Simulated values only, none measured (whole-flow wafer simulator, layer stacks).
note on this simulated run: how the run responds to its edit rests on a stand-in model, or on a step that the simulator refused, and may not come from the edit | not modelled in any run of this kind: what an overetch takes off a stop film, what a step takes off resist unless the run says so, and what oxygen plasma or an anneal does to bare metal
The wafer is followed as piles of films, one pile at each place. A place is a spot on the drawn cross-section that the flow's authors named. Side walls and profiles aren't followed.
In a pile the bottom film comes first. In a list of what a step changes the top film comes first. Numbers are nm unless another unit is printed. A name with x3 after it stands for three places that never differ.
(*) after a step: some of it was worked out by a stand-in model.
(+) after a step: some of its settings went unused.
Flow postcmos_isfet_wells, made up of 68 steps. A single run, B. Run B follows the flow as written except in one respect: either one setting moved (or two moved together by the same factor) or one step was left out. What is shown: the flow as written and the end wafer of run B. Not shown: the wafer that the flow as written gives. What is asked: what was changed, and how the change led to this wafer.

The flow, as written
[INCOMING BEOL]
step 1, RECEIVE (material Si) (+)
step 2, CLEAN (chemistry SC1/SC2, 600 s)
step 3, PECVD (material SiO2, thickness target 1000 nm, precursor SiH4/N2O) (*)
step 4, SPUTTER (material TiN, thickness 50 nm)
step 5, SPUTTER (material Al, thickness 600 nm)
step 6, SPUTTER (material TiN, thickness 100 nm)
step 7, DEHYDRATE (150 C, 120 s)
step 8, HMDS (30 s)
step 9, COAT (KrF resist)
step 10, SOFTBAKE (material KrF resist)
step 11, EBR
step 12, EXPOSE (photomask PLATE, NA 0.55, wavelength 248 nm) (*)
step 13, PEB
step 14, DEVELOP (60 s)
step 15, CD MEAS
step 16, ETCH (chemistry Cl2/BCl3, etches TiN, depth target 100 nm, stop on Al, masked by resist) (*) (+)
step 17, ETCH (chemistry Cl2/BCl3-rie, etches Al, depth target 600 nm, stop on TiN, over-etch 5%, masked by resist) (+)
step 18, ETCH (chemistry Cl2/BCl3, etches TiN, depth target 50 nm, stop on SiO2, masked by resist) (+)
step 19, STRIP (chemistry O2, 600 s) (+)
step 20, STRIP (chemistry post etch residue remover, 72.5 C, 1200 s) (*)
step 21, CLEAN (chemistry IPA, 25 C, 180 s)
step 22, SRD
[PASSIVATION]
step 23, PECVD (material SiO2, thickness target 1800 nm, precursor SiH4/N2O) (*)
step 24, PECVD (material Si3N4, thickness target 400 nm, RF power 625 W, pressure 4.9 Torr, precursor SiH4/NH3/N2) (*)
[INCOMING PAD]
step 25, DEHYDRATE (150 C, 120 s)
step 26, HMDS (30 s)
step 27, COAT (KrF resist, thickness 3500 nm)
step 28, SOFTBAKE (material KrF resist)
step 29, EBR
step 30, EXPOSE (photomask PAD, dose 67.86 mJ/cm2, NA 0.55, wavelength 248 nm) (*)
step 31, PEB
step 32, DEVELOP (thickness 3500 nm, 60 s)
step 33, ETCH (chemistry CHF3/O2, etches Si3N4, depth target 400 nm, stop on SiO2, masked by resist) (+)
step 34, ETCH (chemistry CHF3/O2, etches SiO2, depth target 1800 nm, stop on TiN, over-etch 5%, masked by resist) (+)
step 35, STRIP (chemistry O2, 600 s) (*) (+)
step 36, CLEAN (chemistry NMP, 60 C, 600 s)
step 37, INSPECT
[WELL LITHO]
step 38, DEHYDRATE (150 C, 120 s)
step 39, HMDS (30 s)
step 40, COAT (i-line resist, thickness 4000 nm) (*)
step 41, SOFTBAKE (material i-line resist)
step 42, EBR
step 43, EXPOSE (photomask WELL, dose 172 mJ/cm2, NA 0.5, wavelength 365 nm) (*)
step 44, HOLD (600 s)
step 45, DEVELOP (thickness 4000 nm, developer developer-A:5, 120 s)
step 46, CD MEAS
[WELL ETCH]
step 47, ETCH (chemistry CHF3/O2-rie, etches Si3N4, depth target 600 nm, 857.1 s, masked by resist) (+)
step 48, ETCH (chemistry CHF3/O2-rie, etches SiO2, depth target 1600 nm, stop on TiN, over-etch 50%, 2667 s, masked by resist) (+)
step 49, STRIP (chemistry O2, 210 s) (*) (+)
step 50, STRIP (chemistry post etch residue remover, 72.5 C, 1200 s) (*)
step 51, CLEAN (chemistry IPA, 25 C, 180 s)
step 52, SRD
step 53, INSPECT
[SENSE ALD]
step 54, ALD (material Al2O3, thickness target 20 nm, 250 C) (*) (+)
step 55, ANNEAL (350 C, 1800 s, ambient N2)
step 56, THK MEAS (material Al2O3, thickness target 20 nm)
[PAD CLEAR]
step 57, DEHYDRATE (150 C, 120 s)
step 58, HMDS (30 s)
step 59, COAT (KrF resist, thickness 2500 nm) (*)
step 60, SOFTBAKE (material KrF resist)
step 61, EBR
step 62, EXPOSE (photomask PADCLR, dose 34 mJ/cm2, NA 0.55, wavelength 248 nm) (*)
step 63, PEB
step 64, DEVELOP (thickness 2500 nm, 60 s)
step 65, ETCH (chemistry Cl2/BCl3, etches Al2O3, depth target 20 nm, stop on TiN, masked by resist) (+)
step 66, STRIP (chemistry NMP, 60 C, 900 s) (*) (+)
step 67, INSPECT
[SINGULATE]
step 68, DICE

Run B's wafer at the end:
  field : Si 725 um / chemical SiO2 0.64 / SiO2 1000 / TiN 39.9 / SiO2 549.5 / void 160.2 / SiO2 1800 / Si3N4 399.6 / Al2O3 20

The reason: step 17, ETCH: depth target 504 nm was run, whereas the flow has depth target 600 nm.

Step by step, how the change led to this:
  step 17, ETCH (chemistry Cl2/BCl3-rie, etches Al, depth target 600 nm, stop on TiN, over-etch 5%, masked by resist) (+)
      field: Al loses 504 (in the flow as written it would be: Al loses 600 (all of it))
      margin, well900, well1300 x3, pad_rim, pad_clr, pad_open: KrF resist loses 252 (in the flow as written it would be: KrF resist loses 300)
  step 18, ETCH (chemistry Cl2/BCl3, etches TiN, depth target 50 nm, stop on SiO2, masked by resist) (+)
      field: Al loses 96 (all of it), TiN loses 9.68 (in the flow as written it would be: TiN loses 50 (all of it))
  step 19, STRIP (chemistry O2, 600 s) (+)
      margin, well900, well1300 x3, pad_rim, pad_clr, pad_open: KrF resist loses 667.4 (all of it) (in the flow as written it would be: KrF resist loses 619.4 (all of it))
  step 23, PECVD (material SiO2, thickness target 1800 nm, precursor SiH4/N2O) (*)
      field: SiO2 gains 1800 (new film), void gains 160.2 (new film), SiO2 gains 549.5 (new film) (in the flow as written it would be: SiO2 gains 1800 (new film), void gains 189.9 (new film), SiO2 gains 559.7)
If metal films that touch count as one body, field has 1 body; the flow as written gives 0 bodies.
